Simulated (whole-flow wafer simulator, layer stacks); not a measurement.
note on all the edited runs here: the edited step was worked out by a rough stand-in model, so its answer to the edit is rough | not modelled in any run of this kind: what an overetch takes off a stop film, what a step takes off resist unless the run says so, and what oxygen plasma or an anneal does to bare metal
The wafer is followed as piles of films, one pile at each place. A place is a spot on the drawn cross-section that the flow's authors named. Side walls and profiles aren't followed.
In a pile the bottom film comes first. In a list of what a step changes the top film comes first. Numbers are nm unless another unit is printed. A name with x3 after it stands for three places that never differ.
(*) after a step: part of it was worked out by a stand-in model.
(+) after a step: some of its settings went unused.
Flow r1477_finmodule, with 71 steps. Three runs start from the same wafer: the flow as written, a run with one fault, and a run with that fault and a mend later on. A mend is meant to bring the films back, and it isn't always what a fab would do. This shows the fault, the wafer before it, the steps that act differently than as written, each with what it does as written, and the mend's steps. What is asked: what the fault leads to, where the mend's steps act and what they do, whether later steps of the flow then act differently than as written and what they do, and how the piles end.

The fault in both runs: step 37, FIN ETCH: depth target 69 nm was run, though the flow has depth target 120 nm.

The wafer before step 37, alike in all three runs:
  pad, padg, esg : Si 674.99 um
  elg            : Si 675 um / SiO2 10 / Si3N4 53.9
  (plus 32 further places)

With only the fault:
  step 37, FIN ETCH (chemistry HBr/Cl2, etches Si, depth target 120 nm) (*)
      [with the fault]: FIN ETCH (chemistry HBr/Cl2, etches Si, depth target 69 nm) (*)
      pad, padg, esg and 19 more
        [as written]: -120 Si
        [with the fault]: -69 Si
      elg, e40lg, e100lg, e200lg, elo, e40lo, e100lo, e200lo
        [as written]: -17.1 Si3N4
        [with the fault]: -9.86 Si3N4
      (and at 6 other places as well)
  Later steps of the flow acting differently than as written (4 other steps are not shown; they differ only slightly, by no more than 2% or 0.5 nm, whichever is larger):
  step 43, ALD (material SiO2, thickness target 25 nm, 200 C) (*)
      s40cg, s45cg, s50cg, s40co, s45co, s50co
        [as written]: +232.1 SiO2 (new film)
        [with the fault]: +185 SiO2 (new film)
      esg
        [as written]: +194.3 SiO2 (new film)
        [with the fault]: +150.5 SiO2 (new film)
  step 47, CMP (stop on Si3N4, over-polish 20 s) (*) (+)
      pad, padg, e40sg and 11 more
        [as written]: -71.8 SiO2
        [with the fault]: -122.8 SiO2
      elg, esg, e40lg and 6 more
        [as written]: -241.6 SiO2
        [with the fault]: -248.9 SiO2
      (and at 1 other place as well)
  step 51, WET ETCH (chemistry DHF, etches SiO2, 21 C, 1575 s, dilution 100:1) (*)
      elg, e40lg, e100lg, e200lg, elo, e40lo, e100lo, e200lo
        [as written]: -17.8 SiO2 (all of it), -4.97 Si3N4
        [with the fault]: -10.6 SiO2 (all of it), -5.56 Si3N4
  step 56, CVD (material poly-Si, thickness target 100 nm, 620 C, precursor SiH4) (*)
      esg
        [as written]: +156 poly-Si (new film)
        [with the fault]: +162.6 poly-Si (new film)
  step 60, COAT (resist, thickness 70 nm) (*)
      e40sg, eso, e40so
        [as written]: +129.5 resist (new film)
        [with the fault]: +135.8 resist (new film)
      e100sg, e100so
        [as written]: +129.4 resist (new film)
        [with the fault]: +135.7 resist (new film)
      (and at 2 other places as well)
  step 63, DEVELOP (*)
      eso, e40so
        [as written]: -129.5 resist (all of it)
        [with the fault]: -135.8 resist (all of it)
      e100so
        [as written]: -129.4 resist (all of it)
        [with the fault]: -135.7 resist (all of it)
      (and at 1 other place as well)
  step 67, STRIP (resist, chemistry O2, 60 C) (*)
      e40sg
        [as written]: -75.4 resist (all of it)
        [with the fault]: -81.6 resist (all of it)
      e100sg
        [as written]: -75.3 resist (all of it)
        [with the fault]: -81.6 resist (all of it)
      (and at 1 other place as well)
  By the end, the piles at pad, padg, elg and 27 more depart from the flow's by more than 2% or 0.5 nm, whichever is larger.
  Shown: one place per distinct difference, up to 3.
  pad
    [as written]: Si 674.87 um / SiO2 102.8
    [with the fault]: Si 674.92 um / SiO2 52
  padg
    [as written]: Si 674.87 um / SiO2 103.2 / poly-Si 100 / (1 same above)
    [with the fault]: Si 674.92 um / SiO2 52.4 / poly-Si 100 / (1 same above)
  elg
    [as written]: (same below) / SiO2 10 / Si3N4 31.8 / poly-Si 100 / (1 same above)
    [with the fault]: (same below) / SiO2 10 / Si3N4 38.5 / poly-Si 100 / (1 same above)

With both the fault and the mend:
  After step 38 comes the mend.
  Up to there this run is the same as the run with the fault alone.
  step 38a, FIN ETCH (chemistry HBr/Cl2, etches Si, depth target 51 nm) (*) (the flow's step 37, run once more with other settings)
      pad, padg, esg and 19 more
        -51 Si
      elg, e40lg, e100lg, e200lg, elo, e40lo, e100lo, e200lo
        -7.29 Si3N4
      s40sg_line, s45sg_line, s50sg_line, s40so_line, s45so_line, s50so_line
        -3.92 SiO2
  None of the later steps of the flow acts differently than as written at any place that is followed.
  The piles end the same as the flow's at every place that both follow.
